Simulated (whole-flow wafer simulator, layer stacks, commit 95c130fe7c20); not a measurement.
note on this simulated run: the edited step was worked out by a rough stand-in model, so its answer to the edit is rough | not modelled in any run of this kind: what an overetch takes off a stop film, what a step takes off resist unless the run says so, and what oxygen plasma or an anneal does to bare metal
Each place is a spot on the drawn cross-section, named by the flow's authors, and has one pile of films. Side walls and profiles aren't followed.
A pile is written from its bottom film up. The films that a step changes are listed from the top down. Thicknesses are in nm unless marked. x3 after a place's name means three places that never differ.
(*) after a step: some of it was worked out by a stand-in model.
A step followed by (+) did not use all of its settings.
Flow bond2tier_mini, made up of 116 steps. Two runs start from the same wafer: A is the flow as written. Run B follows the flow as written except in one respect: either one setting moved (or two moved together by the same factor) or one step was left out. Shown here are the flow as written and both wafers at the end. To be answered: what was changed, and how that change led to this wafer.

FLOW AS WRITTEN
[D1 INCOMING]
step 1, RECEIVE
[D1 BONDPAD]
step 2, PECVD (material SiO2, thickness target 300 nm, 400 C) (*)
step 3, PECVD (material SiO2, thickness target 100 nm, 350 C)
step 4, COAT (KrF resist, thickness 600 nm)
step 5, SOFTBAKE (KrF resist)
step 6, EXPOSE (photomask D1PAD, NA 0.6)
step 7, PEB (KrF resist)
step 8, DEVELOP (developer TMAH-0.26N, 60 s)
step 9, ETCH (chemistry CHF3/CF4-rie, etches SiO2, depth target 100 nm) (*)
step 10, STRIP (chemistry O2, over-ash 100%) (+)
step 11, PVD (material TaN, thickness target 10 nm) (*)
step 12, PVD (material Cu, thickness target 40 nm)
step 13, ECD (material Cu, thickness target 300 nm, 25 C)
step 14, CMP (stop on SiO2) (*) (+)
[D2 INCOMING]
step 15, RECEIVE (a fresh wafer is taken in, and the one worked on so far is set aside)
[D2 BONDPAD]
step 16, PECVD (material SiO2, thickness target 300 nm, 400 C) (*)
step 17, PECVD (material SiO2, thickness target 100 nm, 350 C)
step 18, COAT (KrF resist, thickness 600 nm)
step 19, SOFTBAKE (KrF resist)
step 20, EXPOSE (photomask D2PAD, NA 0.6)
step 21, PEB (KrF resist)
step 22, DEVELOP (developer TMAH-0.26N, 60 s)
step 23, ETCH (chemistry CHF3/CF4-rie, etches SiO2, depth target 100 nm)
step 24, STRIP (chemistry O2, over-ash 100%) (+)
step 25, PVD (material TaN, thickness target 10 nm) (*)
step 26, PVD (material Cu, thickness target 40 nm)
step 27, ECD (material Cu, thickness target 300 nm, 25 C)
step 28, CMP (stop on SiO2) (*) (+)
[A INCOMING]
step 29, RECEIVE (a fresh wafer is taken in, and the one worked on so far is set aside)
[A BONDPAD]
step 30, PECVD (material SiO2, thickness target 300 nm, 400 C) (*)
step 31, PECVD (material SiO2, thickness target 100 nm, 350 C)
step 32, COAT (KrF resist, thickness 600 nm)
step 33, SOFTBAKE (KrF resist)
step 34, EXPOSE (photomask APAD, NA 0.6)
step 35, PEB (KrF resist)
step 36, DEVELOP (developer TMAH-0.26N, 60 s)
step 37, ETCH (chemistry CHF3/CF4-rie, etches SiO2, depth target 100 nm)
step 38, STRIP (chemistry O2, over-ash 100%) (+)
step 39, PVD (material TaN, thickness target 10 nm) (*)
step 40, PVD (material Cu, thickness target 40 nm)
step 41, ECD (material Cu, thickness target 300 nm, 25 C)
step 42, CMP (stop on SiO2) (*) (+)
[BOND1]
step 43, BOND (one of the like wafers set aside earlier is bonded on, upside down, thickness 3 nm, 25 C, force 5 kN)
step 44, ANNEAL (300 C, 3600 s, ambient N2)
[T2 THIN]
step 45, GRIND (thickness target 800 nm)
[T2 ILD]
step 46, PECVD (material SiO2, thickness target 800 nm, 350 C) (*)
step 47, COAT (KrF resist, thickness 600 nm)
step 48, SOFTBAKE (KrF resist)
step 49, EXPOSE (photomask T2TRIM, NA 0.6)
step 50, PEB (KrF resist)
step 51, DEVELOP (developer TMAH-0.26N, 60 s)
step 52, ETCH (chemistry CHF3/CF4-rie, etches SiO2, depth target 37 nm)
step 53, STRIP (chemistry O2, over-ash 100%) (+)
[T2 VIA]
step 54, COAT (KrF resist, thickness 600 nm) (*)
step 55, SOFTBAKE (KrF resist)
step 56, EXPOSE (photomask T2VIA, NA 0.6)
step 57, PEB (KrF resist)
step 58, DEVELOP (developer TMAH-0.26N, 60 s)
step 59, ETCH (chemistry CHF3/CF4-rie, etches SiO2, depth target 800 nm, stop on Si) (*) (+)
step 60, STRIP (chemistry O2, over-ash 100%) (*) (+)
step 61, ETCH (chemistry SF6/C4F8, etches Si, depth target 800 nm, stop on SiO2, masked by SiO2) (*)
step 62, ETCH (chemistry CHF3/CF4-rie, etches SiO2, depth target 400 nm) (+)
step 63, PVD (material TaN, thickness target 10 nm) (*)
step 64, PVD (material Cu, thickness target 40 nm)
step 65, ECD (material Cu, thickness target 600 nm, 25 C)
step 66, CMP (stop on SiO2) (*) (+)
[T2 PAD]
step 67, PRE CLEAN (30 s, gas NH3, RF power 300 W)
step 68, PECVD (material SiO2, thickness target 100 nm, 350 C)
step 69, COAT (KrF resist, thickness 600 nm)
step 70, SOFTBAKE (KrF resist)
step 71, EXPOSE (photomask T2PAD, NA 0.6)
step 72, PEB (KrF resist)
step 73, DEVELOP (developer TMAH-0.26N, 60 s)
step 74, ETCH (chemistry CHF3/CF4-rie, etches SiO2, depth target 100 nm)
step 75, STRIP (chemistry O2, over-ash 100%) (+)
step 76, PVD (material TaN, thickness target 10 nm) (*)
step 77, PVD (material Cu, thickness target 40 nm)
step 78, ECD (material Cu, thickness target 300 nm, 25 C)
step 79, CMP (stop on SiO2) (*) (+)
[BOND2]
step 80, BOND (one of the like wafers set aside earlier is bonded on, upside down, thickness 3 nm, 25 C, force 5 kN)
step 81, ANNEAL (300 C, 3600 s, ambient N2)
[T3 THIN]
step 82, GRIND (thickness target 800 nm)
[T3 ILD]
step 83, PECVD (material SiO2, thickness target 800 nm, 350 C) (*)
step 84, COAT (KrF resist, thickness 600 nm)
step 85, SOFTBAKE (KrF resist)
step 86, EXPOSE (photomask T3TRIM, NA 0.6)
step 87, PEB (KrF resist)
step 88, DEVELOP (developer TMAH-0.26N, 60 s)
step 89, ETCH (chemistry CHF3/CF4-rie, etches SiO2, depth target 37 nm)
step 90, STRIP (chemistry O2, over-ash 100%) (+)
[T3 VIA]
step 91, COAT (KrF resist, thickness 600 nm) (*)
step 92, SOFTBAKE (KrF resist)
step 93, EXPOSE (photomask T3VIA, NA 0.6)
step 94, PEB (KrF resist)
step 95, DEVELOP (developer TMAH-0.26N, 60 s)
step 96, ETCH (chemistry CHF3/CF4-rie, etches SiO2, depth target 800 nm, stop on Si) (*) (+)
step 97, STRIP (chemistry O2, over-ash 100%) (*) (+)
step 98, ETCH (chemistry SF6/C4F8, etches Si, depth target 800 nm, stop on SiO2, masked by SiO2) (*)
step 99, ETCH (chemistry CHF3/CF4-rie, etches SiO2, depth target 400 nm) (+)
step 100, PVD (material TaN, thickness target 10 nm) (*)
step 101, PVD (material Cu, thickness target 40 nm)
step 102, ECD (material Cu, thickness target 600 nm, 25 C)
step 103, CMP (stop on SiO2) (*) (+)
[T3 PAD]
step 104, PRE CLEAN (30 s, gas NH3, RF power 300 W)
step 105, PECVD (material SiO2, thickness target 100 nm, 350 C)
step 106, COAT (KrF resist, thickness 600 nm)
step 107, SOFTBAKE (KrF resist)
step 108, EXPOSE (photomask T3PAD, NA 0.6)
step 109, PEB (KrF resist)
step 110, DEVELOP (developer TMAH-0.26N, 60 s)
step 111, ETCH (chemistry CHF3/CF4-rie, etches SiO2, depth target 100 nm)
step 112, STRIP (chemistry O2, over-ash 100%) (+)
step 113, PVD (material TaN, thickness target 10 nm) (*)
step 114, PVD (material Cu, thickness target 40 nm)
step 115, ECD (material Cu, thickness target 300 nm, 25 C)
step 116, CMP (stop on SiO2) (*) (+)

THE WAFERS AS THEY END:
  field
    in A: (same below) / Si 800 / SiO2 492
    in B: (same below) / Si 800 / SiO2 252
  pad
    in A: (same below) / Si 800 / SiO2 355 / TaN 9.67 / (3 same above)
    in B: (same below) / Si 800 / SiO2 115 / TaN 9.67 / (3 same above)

The reason: step 83, PECVD: thickness target 560 nm was run, though the flow has thickness target 800 nm.

How this came from the change, step by step:
  step 83, PECVD (material SiO2, thickness target 800 nm, 350 C) (*)
      field, pad: A +800 SiO2 (new film) | B +560 SiO2 (new film)
